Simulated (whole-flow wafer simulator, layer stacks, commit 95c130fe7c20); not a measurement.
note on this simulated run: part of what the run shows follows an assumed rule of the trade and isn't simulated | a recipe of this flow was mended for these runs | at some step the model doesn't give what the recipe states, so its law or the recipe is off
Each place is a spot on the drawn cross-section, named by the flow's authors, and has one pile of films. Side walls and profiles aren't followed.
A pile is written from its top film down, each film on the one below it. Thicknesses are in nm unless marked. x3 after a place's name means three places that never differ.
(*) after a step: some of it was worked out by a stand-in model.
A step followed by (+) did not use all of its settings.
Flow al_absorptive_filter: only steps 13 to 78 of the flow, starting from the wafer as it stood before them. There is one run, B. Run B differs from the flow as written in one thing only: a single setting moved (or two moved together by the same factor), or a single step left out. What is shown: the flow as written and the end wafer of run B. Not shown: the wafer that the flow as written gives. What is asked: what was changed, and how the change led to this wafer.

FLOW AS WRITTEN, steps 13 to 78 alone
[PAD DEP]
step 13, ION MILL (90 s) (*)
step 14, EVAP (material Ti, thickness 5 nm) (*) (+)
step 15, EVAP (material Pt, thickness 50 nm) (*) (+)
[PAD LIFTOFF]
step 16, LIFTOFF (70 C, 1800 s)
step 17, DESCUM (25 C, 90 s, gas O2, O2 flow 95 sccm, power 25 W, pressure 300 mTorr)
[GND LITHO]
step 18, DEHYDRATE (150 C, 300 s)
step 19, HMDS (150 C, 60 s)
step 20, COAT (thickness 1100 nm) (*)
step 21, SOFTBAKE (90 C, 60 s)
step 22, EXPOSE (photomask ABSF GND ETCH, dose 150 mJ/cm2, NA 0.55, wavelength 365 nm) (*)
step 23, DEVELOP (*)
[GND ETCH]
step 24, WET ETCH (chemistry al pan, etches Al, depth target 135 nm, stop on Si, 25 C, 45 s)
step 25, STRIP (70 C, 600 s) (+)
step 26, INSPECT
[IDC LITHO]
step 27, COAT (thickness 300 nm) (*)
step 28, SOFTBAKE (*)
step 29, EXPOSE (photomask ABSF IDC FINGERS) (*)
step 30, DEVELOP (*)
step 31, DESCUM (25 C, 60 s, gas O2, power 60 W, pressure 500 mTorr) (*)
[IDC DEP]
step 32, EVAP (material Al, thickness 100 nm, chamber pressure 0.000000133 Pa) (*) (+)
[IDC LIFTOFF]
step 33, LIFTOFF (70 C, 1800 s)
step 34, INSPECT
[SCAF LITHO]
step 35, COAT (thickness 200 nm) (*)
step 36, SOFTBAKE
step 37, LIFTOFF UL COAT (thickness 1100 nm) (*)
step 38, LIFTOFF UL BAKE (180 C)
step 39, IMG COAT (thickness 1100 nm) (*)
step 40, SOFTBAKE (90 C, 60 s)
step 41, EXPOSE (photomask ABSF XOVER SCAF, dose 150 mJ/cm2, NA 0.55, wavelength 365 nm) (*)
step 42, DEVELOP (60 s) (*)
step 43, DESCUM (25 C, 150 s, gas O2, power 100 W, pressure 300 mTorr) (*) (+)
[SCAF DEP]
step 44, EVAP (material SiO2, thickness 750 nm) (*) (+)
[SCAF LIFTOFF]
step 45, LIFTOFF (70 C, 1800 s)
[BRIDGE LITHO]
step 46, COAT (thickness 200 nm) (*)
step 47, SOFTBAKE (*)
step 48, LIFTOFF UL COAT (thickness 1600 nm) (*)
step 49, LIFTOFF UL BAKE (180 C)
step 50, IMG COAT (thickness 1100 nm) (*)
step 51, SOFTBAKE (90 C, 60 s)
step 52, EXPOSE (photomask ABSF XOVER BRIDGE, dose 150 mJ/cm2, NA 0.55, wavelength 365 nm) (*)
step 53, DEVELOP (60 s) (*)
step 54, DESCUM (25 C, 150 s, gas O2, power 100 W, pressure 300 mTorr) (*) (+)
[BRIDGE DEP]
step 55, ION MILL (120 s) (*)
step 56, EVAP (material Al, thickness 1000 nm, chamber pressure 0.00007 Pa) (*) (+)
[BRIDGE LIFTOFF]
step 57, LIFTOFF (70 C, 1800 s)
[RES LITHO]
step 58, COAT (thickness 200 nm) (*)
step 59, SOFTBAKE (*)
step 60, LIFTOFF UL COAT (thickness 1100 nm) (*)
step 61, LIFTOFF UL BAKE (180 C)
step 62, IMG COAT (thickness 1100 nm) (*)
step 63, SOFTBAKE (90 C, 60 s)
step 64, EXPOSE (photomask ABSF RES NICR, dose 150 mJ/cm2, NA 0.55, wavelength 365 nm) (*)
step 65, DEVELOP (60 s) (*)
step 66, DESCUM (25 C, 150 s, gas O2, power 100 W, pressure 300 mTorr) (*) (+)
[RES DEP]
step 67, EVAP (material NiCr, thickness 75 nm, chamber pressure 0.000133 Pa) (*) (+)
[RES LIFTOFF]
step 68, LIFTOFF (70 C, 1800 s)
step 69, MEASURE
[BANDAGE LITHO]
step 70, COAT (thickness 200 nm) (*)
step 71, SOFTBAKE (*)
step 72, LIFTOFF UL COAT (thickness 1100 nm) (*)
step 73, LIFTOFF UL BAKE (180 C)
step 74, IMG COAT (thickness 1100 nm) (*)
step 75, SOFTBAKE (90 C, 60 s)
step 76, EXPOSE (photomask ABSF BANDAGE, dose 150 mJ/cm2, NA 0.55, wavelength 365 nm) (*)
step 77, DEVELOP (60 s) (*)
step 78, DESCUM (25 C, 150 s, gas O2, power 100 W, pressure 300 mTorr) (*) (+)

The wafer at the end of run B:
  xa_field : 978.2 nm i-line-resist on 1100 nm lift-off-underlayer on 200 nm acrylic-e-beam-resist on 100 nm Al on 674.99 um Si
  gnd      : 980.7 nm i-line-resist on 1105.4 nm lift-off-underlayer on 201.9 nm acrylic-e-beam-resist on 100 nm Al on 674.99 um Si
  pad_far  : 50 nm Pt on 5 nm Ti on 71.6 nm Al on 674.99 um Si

The reason: step 13, ION MILL: 45 s was run, though the flow has 90 s.

Step by step, how the change led to this:
  step 13, ION MILL (90 s) (*)
      gnd, ledge, res and 9 more: -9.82 i-line-resist (as written it would have been: -19.6 i-line-resist)
      pad_far, pad_near: -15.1 Al (as written it would have been: -30.2 Al)
  step 35, COAT (thickness 200 nm) (*)
      ledge: +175 acrylic-e-beam-resist (new film) (as written it would have been: +169.8 acrylic-e-beam-resist (new film))
  step 45, LIFTOFF (70 C, 1800 s)
      ledge: -750 SiO2 (all of it), -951 i-line-resist (all of it), -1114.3 lift-off-underlayer (all of it), -175 acrylic-e-beam-resist (all of it) (as written it would have been: -750 SiO2 (all of it), -952.1 i-line-resist (all of it), -1114 lift-off-underlayer (all of it), -169.8 acrylic-e-beam-resist (all of it))
  step 46, COAT (thickness 200 nm) (*)
      ledge: +175 acrylic-e-beam-resist (new film) (as written it would have been: +169.8 acrylic-e-beam-resist (new film))
  step 57, LIFTOFF (70 C, 1800 s)
      ledge: -1000 Al (all of it), -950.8 i-line-resist (all of it), -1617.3 lift-off-underlayer (all of it), -175 acrylic-e-beam-resist (all of it) (as written it would have been: -1000 Al (all of it), -951.7 i-line-resist (all of it), -1617.2 lift-off-underlayer (all of it), -169.8 acrylic-e-beam-resist (all of it))
  step 58, COAT (thickness 200 nm) (*)
      ledge: +175 acrylic-e-beam-resist (new film) (as written it would have been: +169.8 acrylic-e-beam-resist (new film))
  step 66, DESCUM (25 C, 150 s, gas O2, power 100 W, pressure 300 mTorr) (*) (+)
      ledge: -175 acrylic-e-beam-resist (all of it) (as written it would have been: -169.8 acrylic-e-beam-resist (all of it))
  step 70, COAT (thickness 200 nm) (*)
      ledge: +172 acrylic-e-beam-resist (new film) (as written it would have been: +167 acrylic-e-beam-resist (new film))
